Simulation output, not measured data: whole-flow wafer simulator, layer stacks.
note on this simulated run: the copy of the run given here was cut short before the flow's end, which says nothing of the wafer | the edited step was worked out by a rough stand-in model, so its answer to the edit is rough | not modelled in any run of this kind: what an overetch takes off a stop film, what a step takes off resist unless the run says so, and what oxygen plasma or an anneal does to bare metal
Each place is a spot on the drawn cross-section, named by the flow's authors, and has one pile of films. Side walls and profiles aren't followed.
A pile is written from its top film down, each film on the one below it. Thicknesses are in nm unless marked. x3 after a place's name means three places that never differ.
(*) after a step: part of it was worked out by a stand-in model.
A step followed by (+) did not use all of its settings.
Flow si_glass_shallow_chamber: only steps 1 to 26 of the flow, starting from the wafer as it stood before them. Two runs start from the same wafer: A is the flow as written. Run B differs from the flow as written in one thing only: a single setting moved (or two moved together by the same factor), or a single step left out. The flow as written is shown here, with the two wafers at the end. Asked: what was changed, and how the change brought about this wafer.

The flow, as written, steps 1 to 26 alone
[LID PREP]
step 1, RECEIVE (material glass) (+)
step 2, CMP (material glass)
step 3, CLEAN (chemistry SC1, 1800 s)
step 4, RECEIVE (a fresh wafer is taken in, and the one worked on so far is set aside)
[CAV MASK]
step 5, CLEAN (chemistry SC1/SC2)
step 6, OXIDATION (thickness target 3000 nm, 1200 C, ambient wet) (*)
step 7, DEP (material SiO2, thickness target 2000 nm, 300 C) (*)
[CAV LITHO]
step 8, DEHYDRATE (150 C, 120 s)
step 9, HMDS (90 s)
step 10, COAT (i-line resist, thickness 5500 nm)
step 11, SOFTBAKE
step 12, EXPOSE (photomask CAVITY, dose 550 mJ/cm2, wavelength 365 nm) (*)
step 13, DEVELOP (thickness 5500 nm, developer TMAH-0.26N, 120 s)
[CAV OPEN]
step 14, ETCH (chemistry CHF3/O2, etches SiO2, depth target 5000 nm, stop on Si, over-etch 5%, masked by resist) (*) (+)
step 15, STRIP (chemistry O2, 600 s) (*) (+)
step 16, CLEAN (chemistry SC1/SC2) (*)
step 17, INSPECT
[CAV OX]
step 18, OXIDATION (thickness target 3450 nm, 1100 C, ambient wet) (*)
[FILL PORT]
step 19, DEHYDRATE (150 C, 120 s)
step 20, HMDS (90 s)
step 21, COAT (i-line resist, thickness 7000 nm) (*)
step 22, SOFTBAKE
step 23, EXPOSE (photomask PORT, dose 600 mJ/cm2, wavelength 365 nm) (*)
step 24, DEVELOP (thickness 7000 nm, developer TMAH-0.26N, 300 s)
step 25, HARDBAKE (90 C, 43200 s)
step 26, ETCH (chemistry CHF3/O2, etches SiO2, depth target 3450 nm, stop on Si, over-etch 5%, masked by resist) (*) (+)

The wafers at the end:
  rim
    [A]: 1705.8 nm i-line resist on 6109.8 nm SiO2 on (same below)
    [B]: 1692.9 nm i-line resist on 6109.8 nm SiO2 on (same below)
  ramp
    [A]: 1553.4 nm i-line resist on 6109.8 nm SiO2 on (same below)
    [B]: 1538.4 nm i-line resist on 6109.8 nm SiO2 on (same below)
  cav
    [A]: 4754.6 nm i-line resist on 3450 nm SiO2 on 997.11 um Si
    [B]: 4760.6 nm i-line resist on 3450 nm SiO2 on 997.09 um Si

Cause: step 14, ETCH: over-etch 7.62% was run, though the flow has over-etch 5%.

Step by step, how the change led to this:
  step 14, ETCH (chemistry CHF3/O2, etches SiO2, depth target 5000 nm, stop on Si, over-etch 5%, masked by resist) (*) (+)
      rim, ramp, septum, ring: A -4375 i-line resist | B -4484.2 i-line resist
      cav, port: A -5000 SiO2 (all of it), -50 Si | B -5000 SiO2 (all of it), -76.2 Si
  step 15, STRIP (chemistry O2, 600 s) (*) (+)
      rim, ramp, septum, ring: A -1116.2 i-line resist (all of it) | B -1007 i-line resist (all of it)
